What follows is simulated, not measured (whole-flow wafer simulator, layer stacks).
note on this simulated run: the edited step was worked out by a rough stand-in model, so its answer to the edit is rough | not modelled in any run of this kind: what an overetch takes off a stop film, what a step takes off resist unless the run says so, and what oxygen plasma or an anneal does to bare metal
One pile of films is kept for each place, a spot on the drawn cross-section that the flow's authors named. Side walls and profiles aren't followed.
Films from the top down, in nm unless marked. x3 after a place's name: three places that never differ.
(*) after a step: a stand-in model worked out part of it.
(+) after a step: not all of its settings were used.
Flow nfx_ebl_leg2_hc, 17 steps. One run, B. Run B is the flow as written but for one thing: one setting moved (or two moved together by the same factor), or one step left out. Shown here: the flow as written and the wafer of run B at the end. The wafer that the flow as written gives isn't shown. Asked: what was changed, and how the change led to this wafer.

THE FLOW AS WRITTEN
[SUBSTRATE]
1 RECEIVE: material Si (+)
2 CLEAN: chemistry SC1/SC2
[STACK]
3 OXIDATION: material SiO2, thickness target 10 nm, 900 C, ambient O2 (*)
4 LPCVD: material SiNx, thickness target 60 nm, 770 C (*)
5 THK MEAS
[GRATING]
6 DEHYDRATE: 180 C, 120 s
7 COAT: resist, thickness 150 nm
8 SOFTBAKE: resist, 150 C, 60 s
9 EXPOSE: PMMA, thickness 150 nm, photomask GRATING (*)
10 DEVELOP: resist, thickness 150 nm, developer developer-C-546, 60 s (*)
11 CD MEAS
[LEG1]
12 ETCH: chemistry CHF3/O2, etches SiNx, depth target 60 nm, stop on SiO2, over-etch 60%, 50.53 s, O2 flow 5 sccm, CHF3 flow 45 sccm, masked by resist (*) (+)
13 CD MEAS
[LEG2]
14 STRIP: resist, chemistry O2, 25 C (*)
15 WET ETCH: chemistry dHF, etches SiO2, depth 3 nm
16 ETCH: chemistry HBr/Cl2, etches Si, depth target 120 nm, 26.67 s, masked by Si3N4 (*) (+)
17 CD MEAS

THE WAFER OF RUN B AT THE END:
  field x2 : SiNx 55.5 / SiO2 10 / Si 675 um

The cause: step 4, LPCVD: thickness target 66.9 nm was run, where the flow has thickness target 60 nm.

How the change led to this, step by step:
  4 LPCVD: material SiNx, thickness target 60 nm, 770 C (*)
      field x2, pad x2: SiNx +66.9 (new film) (as written it would be: SiNx +60 (new film))
  12 ETCH: chemistry CHF3/O2, etches SiNx, depth target 60 nm, stop on SiO2, over-etch 60%, 50.53 s, O2 flow 5 sccm, CHF3 flow 45 sccm, masked by resist (*) (+)
      pad x2: SiNx -66.9 (all of it), SiO2 -10 (all of it) (as written it would be: SiNx -60 (all of it), SiO2 -10 (all of it))
